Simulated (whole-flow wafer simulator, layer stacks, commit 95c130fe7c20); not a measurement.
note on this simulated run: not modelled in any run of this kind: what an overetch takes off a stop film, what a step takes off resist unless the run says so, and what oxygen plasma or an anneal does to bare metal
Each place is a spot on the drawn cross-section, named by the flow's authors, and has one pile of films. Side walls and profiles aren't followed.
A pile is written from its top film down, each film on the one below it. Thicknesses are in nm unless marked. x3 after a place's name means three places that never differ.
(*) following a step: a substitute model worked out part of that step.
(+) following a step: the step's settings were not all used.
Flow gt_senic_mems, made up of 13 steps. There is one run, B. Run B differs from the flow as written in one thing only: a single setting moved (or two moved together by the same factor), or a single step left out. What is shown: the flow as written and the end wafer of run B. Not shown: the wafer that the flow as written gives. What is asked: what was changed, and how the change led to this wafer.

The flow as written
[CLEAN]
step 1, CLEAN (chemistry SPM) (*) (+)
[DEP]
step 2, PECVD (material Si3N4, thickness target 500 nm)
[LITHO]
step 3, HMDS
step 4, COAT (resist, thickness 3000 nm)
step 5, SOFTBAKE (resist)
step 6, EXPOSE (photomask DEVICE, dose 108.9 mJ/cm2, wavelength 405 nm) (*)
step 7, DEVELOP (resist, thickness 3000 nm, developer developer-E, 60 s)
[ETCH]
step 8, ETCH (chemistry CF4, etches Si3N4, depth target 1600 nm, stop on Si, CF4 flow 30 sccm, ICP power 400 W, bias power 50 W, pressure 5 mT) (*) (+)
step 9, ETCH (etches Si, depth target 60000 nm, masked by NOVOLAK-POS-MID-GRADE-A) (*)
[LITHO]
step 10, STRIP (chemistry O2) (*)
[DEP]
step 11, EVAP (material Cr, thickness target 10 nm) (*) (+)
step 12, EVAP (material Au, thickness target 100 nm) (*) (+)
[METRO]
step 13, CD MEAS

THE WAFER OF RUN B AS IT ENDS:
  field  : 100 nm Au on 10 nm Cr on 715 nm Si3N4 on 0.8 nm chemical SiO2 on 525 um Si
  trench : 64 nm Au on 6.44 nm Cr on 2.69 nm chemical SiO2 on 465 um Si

What caused this: step 2, PECVD: thickness target 715 nm was run, though the flow has thickness target 500 nm.
The wafer itself shows it: field has Si3N4 715, and step 2 as written asks for 500 nm.

Step by step, how the change led to this:
  step 2, PECVD (material Si3N4, thickness target 500 nm)
      field, trench: +715 Si3N4 (new film) (as written it would have been: +500 Si3N4 (new film))
  step 8, ETCH (chemistry CF4, etches Si3N4, depth target 1600 nm, stop on Si, CF4 flow 30 sccm, ICP power 400 W, bias power 50 W, pressure 5 mT) (*) (+)
      field: -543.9 resist (as written it would have been: -400.5 resist)
      trench: -715 Si3N4 (all of it), -0.8 chemical SiO2 (all of it) (as written it would have been: -500 Si3N4 (all of it), -0.8 chemical SiO2 (all of it))
  step 10, STRIP (chemistry O2) (*)
      field: -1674 resist (all of it) (as written it would have been: -1817.3 resist (all of it))
